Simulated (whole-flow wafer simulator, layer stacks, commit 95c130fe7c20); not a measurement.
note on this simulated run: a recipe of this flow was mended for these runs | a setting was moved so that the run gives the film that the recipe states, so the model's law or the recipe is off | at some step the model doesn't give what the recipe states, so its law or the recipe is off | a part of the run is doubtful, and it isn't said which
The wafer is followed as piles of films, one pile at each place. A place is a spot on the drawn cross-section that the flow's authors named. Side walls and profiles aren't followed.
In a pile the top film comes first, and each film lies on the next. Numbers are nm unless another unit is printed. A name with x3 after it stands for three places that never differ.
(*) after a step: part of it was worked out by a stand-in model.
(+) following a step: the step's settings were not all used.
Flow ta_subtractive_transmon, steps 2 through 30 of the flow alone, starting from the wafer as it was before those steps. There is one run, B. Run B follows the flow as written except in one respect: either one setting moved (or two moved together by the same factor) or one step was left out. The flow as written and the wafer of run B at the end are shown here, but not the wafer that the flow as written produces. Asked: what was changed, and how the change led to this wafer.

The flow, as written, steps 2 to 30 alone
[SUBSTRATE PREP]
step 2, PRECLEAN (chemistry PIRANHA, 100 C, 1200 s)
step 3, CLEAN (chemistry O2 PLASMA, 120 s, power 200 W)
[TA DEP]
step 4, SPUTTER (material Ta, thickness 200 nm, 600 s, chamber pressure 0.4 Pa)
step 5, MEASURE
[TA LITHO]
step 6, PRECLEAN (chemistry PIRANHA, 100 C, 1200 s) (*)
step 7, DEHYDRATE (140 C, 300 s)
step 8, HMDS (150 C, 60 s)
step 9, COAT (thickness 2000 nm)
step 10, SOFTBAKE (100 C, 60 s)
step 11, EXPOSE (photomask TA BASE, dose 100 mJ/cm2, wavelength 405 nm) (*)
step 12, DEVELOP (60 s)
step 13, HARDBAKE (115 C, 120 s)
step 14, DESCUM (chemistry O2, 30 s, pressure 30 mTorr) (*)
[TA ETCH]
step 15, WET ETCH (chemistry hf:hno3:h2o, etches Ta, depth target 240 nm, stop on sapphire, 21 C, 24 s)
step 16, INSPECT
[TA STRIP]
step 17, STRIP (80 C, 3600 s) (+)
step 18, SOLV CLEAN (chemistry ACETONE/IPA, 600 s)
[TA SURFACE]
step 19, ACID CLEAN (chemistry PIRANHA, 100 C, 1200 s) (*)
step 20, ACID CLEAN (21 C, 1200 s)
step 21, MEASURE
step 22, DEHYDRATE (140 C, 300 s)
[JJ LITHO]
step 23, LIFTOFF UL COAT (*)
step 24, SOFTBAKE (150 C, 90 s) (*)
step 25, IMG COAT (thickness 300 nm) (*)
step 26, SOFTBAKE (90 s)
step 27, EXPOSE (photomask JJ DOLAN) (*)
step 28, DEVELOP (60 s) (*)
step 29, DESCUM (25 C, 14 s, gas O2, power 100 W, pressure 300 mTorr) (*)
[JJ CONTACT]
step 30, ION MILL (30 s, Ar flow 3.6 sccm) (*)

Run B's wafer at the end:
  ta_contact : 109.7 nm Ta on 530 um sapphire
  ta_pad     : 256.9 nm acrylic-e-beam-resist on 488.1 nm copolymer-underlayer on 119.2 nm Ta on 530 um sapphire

The reason: step 4, SPUTTER: thickness 120 nm was run, whereas the flow has thickness 200 nm; step 4, SPUTTER: 360 s was run, where the flow has 600 s.

How this came from the change, step by step:
  step 4, SPUTTER (material Ta, thickness 200 nm, 600 s, chamber pressure 0.4 Pa)
      field x2, jj_line, lead, ta_contact, ta_pad: Ta gains 120 (new film) (as written it would have been: Ta gains 200 (new film))
  step 15, WET ETCH (chemistry hf:hno3:h2o, etches Ta, depth target 240 nm, stop on sapphire, 21 C, 24 s)
      field x2, jj_line, lead: Ta loses 119.7 (all of it) (as written it would have been: Ta loses 199.7 (all of it))
  step 23, LIFTOFF UL COAT (*)
      lead: copolymer-underlayer gains 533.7 (new film) (as written it would have been: copolymer-underlayer gains 554.7 (new film))
      ta_contact: copolymer-underlayer gains 465.2 (new film) (as written it would have been: copolymer-underlayer gains 443.9 (new film))
  step 25, IMG COAT (thickness 300 nm) (*)
      ta_pad: acrylic-e-beam-resist gains 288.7 (new film) (as written it would have been: acrylic-e-beam-resist gains 281.4 (new film))
  step 28, DEVELOP (60 s) (*)
      lead: acrylic-e-beam-resist loses 307.5 (all of it), copolymer-underlayer loses 533.7 (all of it) (as written it would have been: acrylic-e-beam-resist loses 312.5 (all of it), copolymer-underlayer loses 554.7 (all of it))
      ta_contact: acrylic-e-beam-resist loses 292.7 (all of it), copolymer-underlayer loses 465.2 (all of it) (as written it would have been: acrylic-e-beam-resist loses 287.5 (all of it), copolymer-underlayer loses 443.9 (all of it))
